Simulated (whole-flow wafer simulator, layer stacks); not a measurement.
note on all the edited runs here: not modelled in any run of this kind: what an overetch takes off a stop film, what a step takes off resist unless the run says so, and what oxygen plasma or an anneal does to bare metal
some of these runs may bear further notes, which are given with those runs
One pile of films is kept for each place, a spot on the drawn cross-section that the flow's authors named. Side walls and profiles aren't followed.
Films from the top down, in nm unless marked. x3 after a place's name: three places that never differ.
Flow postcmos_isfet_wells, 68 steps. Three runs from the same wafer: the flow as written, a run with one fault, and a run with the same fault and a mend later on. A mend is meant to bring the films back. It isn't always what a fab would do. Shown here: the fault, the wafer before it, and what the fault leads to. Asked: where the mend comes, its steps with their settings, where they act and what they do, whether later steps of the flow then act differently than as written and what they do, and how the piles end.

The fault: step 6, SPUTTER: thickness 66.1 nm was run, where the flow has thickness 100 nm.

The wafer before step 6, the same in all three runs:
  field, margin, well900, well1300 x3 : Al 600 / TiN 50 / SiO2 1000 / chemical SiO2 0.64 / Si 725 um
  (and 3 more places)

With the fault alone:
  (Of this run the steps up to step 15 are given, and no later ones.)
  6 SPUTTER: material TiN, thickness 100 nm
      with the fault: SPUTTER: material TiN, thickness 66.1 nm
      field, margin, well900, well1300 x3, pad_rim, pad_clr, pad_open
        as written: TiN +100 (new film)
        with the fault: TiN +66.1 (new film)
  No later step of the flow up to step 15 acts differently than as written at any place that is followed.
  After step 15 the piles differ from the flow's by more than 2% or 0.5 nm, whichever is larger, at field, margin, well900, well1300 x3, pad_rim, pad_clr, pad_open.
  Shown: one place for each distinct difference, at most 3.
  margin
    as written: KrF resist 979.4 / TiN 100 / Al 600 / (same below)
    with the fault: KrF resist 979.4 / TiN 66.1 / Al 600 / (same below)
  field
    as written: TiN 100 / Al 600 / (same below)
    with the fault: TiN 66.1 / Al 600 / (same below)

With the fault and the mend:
  The mend comes after step 6.
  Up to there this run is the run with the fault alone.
  6a ETCH: chemistry peroxide tin strip, depth target 76.02 nm
      field, margin, well900, well1300 x3, pad_rim, pad_clr, pad_open
        TiN -66.1 (all of it)
  6b SPUTTER: material TiN, thickness 100 nm (the flow's step 6 once more)
      field, margin, well900, well1300 x3, pad_rim, pad_clr, pad_open
        TiN +100 (new film)
  No later step of the flow acts differently than as written at any place that is followed.
  At the end the piles are the same as the flow's at every place that both follow.
